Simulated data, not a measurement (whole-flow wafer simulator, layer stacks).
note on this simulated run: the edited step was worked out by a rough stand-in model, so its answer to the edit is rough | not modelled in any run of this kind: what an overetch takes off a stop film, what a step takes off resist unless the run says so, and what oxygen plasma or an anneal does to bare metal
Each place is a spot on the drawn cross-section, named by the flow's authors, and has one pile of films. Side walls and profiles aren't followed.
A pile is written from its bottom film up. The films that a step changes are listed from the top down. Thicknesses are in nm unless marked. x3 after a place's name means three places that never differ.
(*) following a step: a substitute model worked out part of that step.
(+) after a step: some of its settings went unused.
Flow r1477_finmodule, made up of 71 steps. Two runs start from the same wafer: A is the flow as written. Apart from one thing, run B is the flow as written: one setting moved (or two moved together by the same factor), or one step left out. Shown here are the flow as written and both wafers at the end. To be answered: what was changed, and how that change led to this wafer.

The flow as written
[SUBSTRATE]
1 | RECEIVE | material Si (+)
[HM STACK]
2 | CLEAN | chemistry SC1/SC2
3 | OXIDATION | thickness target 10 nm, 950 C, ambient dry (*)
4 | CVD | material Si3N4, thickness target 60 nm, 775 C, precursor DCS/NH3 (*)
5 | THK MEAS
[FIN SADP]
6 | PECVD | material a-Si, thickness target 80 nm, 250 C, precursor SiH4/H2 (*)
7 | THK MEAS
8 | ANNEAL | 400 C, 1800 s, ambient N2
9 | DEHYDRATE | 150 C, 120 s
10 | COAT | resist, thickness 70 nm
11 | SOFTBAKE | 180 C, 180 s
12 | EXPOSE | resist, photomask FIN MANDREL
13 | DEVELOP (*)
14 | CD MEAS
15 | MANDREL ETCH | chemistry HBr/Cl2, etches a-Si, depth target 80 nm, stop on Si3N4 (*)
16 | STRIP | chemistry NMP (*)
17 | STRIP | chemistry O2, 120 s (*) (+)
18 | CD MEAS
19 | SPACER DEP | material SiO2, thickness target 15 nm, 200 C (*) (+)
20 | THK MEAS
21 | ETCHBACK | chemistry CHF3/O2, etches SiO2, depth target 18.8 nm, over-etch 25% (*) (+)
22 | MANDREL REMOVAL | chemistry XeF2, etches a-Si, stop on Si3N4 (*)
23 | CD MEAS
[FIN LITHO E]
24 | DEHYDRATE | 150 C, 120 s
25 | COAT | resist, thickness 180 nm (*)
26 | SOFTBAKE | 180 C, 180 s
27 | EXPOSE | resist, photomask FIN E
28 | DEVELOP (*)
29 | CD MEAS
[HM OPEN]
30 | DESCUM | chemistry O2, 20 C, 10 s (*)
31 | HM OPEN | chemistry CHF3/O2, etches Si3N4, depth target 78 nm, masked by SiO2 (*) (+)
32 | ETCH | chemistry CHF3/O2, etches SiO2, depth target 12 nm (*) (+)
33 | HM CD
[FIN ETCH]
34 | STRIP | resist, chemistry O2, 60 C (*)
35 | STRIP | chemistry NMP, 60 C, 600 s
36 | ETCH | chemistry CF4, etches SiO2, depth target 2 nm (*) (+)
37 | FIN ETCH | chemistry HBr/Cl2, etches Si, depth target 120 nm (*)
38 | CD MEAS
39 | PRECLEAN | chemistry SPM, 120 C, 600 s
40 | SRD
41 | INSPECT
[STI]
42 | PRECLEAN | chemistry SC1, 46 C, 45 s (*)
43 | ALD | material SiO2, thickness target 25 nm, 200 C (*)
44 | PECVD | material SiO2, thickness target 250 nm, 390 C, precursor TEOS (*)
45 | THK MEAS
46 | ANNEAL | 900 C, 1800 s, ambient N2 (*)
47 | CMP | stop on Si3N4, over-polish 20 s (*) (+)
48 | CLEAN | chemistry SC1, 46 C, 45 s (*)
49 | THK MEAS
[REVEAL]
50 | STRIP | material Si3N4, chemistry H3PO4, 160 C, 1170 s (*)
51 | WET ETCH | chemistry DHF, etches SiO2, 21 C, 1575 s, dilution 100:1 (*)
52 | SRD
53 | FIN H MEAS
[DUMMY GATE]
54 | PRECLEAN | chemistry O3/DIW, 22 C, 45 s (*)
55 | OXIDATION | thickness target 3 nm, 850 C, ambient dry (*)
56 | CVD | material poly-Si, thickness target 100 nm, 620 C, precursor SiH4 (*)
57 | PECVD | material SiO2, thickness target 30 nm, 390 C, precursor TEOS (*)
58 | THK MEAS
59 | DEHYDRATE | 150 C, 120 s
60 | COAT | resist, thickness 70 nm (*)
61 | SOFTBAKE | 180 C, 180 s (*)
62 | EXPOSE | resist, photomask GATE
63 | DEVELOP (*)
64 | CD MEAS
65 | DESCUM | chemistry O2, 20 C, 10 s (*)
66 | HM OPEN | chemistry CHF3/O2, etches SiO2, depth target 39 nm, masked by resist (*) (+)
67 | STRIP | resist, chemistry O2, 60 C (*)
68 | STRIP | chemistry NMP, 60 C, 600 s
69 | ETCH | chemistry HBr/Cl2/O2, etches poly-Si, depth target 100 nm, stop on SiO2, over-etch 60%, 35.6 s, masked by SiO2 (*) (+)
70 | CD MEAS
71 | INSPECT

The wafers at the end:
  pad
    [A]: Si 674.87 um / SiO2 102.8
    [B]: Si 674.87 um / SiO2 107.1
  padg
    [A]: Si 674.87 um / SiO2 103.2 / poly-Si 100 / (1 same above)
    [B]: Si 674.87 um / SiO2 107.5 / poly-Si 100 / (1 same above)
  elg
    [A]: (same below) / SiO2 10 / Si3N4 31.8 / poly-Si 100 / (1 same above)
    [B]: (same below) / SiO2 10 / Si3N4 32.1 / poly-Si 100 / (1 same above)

Cause: step 51, WET ETCH: 1496 s was run, though the flow has 1575 s.

The path from the change to this, step by step:
  51 | WET ETCH | chemistry DHF, etches SiO2, 21 C, 1575 s, dilution 100:1 (*)
      pad, padg, e40sg and 12 more: A -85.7 SiO2 | B -81.4 SiO2
      esg, s40cg, s45cg, s50cg, s40co, s45co, s50co: A -79.1 SiO2 | B -75.1 SiO2
  56 | CVD | material poly-Si, thickness target 100 nm, 620 C, precursor SiH4 (*)
      s40cg, s40co: A +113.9 poly-Si (new film) | B +110 poly-Si (new film)
      s45cg, s45co: A +113.4 poly-Si (new film) | B +109.4 poly-Si (new film)
      (and at 3 other places as well)
  60 | COAT | resist, thickness 70 nm (*)
      e40sg, eso, e40so: A +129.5 resist (new film) | B +125.7 resist (new film)
      e100sg, e100so: A +129.4 resist (new film) | B +125.7 resist (new film)
      (and at 8 other places as well)
  63 | DEVELOP (*)
      eso, e40so: A -129.5 resist (all of it) | B -125.7 resist (all of it)
      e100so: A -129.4 resist (all of it) | B -125.7 resist (all of it)
      (and at 4 other places as well)
  67 | STRIP | resist, chemistry O2, 60 C (*)
      e40sg: A -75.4 resist (all of it) | B -71.6 resist (all of it)
      e100sg: A -75.3 resist (all of it) | B -71.5 resist (all of it)
      (and at 4 other places as well)
  69 | ETCH | chemistry HBr/Cl2/O2, etches poly-Si, depth target 100 nm, stop on SiO2, over-etch 60%, 35.6 s, masked by SiO2 (*) (+)
      s40co: A -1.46 chemical SiO2 (all of it), -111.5 poly-Si (all of it), -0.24 SiO2 | B -1.44 chemical SiO2 (all of it), -107.5 poly-Si (all of it), -0.26 SiO2
      s45co: A -1.46 chemical SiO2 (all of it), -110.9 poly-Si (all of it), -0.25 SiO2 | B -1.44 chemical SiO2 (all of it), -107 poly-Si (all of it), -0.27 SiO2
      (and at 1 other place as well)
